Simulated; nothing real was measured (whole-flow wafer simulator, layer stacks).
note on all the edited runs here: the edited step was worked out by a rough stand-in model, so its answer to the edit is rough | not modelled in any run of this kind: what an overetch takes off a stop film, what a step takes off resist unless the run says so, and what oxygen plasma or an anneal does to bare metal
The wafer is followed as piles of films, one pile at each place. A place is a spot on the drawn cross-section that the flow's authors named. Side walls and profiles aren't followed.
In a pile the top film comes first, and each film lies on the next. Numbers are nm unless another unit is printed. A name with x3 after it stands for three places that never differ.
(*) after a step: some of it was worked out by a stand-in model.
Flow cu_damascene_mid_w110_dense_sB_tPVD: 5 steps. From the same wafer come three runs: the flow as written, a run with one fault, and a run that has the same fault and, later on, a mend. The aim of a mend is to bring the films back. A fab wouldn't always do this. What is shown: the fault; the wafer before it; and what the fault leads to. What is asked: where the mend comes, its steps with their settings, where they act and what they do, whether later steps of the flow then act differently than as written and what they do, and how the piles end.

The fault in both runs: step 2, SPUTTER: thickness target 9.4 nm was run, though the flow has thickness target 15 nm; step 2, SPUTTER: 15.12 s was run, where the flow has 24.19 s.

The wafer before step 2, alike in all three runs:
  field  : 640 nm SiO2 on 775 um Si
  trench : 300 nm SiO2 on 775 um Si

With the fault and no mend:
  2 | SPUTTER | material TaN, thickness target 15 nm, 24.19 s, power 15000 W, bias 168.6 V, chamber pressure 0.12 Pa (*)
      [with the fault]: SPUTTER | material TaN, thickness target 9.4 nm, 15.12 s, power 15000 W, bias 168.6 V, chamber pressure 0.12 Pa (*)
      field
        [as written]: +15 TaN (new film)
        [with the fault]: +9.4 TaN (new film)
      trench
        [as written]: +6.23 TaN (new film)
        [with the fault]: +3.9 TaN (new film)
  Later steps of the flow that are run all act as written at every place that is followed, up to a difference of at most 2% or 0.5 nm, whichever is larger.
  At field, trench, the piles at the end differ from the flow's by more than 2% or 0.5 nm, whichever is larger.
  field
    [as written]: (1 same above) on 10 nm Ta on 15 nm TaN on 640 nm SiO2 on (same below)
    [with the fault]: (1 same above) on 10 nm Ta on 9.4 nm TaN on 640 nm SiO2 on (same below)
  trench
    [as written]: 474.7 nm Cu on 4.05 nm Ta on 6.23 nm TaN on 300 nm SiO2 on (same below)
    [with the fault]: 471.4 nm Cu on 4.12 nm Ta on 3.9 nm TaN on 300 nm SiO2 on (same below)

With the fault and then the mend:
  The mend stands after step 2.
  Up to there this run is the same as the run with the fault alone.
  2a | SPUTTER | material TaN, thickness target 5.6 nm, 9.031 s, power 15000 W, bias 168.6 V, chamber pressure 0.12 Pa (*) (a further turn of the flow's step 2, with different settings)
      field
        +5.6 TaN
      trench
        +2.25 TaN
  Later steps of the flow that are run all act as written at every place that is followed, up to a difference of at most 2% or 0.5 nm, whichever is larger.
  When the end is reached, the piles differ only a little from the flow's at the places that both follow, at most by 2% or 0.5 nm, whichever is larger.
